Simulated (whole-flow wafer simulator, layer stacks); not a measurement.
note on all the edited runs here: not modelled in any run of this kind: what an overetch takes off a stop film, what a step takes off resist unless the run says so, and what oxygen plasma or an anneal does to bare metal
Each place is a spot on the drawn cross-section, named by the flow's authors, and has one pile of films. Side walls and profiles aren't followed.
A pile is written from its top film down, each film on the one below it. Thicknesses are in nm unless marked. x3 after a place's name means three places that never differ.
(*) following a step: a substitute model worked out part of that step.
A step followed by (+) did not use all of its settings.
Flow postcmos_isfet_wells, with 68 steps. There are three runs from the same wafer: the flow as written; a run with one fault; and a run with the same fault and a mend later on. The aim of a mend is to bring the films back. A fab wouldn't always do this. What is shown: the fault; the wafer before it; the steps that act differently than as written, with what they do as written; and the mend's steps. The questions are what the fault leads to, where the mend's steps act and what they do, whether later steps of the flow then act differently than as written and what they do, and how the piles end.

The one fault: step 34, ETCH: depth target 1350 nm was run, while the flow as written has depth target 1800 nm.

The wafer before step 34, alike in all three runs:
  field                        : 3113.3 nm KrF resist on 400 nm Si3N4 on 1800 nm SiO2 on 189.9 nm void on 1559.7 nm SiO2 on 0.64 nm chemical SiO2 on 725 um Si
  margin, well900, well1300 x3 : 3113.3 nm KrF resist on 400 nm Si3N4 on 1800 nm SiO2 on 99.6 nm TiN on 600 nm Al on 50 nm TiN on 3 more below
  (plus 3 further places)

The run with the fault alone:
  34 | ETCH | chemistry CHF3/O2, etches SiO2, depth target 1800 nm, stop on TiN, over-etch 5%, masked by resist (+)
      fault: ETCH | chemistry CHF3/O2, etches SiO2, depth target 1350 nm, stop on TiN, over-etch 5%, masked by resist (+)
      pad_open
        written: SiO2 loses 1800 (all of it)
        fault: SiO2 loses 1350
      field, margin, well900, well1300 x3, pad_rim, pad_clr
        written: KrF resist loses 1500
        fault: KrF resist loses 1125
  Steps further on in the flow that do not act as written (not shown: 1 more step that differs only slightly, by at most 2% or 0.5 nm, whichever is larger):
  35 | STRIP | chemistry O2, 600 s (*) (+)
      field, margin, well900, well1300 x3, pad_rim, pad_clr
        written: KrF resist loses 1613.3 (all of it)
        fault: KrF resist loses 1988.3 (all of it)
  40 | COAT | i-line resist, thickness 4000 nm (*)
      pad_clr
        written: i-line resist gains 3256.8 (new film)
        fault: i-line resist gains 3399 (new film)
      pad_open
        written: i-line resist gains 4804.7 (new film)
        fault: i-line resist gains 4642.6 (new film)
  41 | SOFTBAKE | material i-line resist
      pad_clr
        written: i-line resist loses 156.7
        fault: i-line resist loses 113.4
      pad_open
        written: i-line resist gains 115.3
        fault: i-line resist gains 94.7
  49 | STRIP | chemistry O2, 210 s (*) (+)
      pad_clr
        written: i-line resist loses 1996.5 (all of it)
        fault: i-line resist loses 2182 (all of it)
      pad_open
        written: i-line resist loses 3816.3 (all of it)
        fault: i-line resist loses 3633.6 (all of it)
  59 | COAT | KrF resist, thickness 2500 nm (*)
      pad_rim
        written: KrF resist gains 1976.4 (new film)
        fault: KrF resist gains 2079.1 (new film)
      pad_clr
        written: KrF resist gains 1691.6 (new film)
        fault: KrF resist gains 1844.1 (new film)
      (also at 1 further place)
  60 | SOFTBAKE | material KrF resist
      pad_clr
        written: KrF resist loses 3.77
        fault: KrF resist loses 3.09
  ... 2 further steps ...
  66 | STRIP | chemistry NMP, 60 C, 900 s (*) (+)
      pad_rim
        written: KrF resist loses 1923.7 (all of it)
        fault: KrF resist loses 2025.5 (all of it)
  By the end, the piles at pad_open depart from the flow's by more than 2% or 0.5 nm, whichever is larger.
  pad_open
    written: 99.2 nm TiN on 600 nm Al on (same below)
    fault: 450 nm SiO2 on 99.6 nm TiN on 600 nm Al on (same below)

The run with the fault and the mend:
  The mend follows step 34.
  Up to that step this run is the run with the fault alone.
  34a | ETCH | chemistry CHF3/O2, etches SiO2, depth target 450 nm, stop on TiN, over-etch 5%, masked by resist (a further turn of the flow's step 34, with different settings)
      field, margin, well900, well1300 x3, pad_rim, pad_clr
        KrF resist loses 375
      pad_open
        SiO2 loses 450 (all of it)
  Every later step of the flow that is run acts as written at every place that is followed.
  At every place that both follow, the piles at the end match the flow's.
